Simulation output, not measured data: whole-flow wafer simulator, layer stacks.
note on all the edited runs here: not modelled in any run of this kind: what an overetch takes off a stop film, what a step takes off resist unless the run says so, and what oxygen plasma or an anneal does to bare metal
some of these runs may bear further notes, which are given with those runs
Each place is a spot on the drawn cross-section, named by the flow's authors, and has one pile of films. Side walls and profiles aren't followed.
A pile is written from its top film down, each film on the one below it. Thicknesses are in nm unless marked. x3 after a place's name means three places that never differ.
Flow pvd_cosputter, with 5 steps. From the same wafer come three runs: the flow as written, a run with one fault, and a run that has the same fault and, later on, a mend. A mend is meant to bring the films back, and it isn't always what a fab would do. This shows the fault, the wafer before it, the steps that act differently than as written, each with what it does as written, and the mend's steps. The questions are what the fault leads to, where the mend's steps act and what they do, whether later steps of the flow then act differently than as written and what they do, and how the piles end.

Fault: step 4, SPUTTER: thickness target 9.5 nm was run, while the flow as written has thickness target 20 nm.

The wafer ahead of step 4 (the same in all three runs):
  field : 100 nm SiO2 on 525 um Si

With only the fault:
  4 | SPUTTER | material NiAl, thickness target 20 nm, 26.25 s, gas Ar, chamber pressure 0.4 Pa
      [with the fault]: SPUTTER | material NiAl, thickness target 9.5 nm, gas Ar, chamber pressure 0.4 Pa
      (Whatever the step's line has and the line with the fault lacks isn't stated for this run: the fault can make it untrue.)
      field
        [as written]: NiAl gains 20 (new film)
        [with the fault]: NiAl gains 9.5 (new film)
  None of the later steps of the flow acts differently than as written at any place that is followed.
  By the end, the piles at field depart from the flow's by more than 2% or 0.5 nm, whichever is larger.
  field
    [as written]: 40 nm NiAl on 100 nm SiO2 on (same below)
    [with the fault]: 29.5 nm NiAl on 100 nm SiO2 on (same below)

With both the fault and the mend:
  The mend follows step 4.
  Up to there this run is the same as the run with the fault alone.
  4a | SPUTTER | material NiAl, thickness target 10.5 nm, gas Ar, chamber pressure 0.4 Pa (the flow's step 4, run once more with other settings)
      field
        NiAl gains 10.5
  None of the later steps of the flow acts differently than as written at any place that is followed.
  At every place that both follow, the piles at the end match the flow's.
